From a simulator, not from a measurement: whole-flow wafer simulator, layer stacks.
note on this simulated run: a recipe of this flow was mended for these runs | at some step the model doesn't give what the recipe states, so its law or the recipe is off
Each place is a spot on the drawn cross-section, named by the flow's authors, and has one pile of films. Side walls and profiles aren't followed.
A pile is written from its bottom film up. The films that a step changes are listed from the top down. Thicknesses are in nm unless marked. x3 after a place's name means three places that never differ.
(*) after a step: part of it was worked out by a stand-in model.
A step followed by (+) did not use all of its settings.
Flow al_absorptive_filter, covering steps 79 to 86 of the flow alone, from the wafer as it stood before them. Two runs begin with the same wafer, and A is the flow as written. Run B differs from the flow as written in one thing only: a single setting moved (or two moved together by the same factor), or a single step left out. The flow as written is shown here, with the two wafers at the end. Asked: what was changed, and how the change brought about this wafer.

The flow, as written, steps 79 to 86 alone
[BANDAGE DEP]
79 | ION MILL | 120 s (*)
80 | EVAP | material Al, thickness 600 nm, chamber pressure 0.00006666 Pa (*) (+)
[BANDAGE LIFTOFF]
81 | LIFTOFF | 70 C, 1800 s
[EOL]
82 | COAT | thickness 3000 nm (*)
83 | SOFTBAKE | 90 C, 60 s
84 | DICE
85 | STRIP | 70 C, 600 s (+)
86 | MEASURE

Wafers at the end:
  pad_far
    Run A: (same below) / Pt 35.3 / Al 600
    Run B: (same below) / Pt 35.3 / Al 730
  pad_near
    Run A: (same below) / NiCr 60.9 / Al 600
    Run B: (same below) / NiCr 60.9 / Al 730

The reason: step 80, EVAP: thickness 730 nm was run, while the flow as written has thickness 600 nm.
The wafer itself shows it: pad_far has Al 730, and step 80 as written asks for 600 nm.

How this came from the change, step by step:
  80 | EVAP | material Al, thickness 600 nm, chamber pressure 0.00006666 Pa (*) (+)
      gnd, pad_far, pad_near and 11 more: A Al gains 600 (new film) | B Al gains 730 (new film)
  81 | LIFTOFF | 70 C, 1800 s
      xa_field, xl_land, idc_field: A Al loses 600 (all of it), i-line-resist loses 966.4 (all of it), lift-off-underlayer loses 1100 (all of it), acrylic-e-beam-resist loses 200 (all of it) | B Al loses 730 (all of it), i-line-resist loses 966.4 (all of it), lift-off-underlayer loses 1100 (all of it), acrylic-e-beam-resist loses 200 (all of it)
      gnd: A Al loses 600 (all of it), i-line-resist loses 968.3 (all of it), lift-off-underlayer loses 1103.3 (all of it), acrylic-e-beam-resist loses 200.9 (all of it) | B Al loses 730 (all of it), i-line-resist loses 968.3 (all of it), lift-off-underlayer loses 1103.3 (all of it), acrylic-e-beam-resist loses 200.9 (all of it)
      (as well as at 8 more places)
  82 | COAT | thickness 3000 nm (*)
      pad_far: A i-line-resist gains 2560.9 (new film) | B i-line-resist gains 2467.3 (new film)
      pad_near: A i-line-resist gains 2480.3 (new film) | B i-line-resist gains 2385.8 (new film)
  83 | SOFTBAKE | 90 C, 60 s
      gnd: A i-line-resist gains 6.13 | B i-line-resist gains 7.53
      pad_far: A i-line-resist loses 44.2 | B i-line-resist loses 54.5
      (as well as at 2 more places)
  85 | STRIP | 70 C, 600 s (+)
      pad_far: A i-line-resist loses 2516.7 (all of it) | B i-line-resist loses 2412.7 (all of it)
      pad_near: A i-line-resist loses 2439.3 (all of it) | B i-line-resist loses 2334.9 (all of it)
